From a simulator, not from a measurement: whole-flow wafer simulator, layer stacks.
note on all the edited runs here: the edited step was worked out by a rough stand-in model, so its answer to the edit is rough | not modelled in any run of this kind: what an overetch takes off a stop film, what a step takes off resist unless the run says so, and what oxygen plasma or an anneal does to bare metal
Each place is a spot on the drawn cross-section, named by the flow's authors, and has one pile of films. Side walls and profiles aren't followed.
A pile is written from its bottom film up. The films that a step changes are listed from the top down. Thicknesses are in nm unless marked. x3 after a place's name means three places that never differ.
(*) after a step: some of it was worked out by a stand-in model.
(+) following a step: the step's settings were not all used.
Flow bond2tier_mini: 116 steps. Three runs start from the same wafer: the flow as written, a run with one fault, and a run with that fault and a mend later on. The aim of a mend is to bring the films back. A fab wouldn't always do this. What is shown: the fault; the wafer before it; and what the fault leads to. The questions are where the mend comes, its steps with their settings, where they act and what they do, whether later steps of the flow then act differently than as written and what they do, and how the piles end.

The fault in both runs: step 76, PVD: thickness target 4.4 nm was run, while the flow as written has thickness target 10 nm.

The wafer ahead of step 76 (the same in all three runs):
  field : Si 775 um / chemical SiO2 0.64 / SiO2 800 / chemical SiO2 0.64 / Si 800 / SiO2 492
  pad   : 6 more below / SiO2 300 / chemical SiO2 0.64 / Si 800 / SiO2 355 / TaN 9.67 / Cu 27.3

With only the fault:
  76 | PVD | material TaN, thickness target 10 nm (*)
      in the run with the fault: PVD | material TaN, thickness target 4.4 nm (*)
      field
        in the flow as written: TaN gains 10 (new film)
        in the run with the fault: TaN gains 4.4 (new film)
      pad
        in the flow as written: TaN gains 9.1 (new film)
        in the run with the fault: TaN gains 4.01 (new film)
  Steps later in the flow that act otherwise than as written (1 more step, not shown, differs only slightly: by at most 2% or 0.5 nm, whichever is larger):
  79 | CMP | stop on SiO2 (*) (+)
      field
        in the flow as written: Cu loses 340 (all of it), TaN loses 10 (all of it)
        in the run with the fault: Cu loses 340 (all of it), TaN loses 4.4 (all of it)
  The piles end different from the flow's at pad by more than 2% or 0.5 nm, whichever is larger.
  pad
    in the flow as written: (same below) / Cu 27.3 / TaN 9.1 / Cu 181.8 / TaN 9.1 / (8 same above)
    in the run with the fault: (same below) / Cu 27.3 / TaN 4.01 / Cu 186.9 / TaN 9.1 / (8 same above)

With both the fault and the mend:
  The mend follows step 76.
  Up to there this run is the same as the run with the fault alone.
  76a | PVD | material TaN, thickness target 5.6 nm (*) (a further turn of the flow's step 76, with different settings)
      field
        TaN gains 5.6
      pad
        TaN gains 5.09
  None of the later steps of the flow acts differently than as written at any place that is followed.
  At every place that both follow, the piles at the end match the flow's.
